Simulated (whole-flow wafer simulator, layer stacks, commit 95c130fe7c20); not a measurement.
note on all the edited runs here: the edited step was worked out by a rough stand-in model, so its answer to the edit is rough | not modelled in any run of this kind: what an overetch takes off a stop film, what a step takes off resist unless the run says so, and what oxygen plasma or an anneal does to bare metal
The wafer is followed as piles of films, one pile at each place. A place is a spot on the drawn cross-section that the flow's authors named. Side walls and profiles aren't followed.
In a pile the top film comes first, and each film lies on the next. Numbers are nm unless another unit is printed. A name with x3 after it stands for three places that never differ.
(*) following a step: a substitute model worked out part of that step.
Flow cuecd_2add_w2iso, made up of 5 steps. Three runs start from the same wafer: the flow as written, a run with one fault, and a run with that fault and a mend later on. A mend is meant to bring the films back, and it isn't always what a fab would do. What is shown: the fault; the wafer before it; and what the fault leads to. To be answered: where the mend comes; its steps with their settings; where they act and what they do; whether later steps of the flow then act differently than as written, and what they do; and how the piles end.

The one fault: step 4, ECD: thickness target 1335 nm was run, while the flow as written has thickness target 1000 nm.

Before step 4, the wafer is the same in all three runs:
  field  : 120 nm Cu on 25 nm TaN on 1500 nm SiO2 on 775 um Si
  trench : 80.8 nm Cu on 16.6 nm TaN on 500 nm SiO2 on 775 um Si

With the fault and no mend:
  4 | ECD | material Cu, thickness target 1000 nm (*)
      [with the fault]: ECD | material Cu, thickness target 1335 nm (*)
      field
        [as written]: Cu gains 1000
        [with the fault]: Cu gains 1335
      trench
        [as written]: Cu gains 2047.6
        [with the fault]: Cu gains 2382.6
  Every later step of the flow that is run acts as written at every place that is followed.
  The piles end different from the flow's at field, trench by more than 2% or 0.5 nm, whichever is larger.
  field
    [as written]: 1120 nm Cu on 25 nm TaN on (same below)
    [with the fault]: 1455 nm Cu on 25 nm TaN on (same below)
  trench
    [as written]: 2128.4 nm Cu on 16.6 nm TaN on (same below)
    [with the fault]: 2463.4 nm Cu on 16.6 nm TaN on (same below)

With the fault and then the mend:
  After step 5 comes the mend.
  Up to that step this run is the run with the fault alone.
  5a | ETCH | chemistry cu recess dil, depth target 335 nm
      field, trench
        Cu loses 335
  Every later step of the flow that is run acts as written at every place that is followed.
  The piles end the same as the flow's at every place that both follow.
